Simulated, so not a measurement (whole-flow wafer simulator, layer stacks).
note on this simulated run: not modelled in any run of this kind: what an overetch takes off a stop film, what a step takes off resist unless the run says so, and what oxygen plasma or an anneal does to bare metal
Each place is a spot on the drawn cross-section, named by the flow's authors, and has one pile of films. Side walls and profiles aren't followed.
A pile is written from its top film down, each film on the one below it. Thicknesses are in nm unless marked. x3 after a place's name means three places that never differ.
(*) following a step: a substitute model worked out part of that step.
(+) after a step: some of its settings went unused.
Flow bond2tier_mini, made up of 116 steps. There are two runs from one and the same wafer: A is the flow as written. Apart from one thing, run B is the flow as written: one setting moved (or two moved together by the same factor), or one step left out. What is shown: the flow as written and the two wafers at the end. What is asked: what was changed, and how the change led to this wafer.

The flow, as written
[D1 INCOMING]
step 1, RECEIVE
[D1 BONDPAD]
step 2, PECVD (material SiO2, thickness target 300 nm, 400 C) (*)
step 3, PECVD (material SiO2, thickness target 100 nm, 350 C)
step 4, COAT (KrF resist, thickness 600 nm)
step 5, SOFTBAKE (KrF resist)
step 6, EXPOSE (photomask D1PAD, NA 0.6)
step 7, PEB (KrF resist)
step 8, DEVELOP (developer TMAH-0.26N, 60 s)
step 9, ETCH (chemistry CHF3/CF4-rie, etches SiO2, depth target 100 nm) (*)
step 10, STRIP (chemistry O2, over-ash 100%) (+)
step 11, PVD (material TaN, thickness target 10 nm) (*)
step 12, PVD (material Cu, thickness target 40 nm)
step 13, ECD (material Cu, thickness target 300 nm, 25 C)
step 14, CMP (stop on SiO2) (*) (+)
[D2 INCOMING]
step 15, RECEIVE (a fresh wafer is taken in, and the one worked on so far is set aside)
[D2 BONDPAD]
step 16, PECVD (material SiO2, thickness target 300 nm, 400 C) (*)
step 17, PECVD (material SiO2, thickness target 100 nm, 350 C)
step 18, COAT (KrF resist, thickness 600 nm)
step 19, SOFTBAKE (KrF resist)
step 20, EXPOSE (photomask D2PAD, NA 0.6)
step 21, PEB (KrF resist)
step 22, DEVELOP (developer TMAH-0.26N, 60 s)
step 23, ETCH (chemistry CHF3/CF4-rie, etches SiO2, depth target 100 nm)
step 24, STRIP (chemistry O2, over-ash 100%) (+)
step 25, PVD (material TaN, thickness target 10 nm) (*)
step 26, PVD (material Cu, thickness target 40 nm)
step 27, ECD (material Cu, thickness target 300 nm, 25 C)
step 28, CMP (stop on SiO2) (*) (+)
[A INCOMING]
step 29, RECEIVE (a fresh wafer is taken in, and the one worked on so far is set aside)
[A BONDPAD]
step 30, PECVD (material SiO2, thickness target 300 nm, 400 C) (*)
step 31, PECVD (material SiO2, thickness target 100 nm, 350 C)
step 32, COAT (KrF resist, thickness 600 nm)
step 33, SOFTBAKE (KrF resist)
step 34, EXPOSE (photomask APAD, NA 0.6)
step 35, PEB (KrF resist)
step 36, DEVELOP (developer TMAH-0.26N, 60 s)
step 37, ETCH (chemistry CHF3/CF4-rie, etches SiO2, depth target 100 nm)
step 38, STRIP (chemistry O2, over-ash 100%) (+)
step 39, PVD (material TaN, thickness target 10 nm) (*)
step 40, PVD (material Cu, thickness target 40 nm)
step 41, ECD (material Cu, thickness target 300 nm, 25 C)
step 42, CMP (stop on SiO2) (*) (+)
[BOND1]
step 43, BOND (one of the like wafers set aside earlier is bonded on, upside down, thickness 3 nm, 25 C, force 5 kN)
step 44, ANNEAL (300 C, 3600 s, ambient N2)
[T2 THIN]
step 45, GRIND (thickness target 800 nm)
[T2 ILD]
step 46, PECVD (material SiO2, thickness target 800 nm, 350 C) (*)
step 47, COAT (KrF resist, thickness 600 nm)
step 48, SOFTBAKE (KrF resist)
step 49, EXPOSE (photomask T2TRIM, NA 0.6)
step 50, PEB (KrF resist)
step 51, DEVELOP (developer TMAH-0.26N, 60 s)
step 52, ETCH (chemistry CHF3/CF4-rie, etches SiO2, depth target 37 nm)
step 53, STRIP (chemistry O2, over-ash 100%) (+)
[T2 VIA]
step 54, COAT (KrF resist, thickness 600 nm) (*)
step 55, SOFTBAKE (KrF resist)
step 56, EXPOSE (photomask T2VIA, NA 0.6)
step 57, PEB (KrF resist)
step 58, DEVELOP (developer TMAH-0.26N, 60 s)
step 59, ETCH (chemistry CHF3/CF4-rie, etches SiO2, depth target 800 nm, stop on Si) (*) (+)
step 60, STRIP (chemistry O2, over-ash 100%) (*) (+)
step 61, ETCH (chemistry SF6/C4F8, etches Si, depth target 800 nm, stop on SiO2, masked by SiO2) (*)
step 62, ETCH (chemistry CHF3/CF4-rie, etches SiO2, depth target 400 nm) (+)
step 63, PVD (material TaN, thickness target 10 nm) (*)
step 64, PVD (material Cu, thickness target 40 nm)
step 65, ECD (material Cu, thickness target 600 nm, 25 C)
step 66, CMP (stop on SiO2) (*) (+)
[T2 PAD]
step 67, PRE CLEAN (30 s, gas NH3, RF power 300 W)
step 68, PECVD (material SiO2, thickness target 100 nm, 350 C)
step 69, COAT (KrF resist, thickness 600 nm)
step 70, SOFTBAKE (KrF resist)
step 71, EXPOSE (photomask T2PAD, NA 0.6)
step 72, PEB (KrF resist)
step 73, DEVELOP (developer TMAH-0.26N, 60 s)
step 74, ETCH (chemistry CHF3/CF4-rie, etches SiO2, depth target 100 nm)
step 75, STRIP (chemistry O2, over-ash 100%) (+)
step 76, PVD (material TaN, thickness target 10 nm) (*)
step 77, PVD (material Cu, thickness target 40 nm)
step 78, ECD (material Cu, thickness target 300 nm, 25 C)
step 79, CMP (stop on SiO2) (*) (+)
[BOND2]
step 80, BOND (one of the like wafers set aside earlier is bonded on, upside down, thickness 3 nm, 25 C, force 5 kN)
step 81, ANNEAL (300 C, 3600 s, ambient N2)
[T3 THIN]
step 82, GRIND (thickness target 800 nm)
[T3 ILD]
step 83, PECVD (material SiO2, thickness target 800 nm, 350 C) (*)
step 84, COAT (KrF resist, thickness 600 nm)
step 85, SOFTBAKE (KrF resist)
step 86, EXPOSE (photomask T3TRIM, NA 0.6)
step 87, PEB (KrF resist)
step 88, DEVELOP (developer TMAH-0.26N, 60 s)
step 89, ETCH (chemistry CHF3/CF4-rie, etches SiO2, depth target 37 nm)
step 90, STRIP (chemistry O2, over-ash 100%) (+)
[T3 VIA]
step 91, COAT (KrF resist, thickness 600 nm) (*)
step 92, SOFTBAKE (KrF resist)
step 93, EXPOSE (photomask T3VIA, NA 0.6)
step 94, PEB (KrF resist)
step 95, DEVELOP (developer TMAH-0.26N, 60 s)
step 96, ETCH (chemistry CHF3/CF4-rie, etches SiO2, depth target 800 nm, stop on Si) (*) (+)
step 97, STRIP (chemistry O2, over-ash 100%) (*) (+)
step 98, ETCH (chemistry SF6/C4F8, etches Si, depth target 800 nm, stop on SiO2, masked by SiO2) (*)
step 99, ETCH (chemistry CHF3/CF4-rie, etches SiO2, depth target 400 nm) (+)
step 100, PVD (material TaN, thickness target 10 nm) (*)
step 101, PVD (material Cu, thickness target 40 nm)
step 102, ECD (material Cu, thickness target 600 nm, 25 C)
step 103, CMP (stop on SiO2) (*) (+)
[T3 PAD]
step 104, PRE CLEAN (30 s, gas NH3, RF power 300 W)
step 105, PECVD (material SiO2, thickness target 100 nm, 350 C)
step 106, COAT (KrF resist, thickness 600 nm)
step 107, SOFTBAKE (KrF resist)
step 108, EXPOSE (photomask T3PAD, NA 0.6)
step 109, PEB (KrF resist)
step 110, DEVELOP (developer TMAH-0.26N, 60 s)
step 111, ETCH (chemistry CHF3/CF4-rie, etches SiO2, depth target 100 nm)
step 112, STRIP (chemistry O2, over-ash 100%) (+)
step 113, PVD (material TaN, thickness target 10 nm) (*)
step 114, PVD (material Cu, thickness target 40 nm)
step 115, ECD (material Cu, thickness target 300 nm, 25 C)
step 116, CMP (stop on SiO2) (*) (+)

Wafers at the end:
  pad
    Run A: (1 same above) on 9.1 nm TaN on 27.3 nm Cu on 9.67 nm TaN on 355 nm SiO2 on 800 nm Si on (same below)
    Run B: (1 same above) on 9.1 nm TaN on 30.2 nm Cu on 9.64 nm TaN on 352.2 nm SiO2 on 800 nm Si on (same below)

Cause: step 89, ETCH: depth target 39.8 nm was run, whereas the flow has depth target 37 nm.

Step by step, how the change led to this:
  step 89, ETCH (chemistry CHF3/CF4-rie, etches SiO2, depth target 37 nm)
      field: A KrF resist loses 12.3 | B KrF resist loses 13.3
      pad: A SiO2 loses 37 | B SiO2 loses 39.8
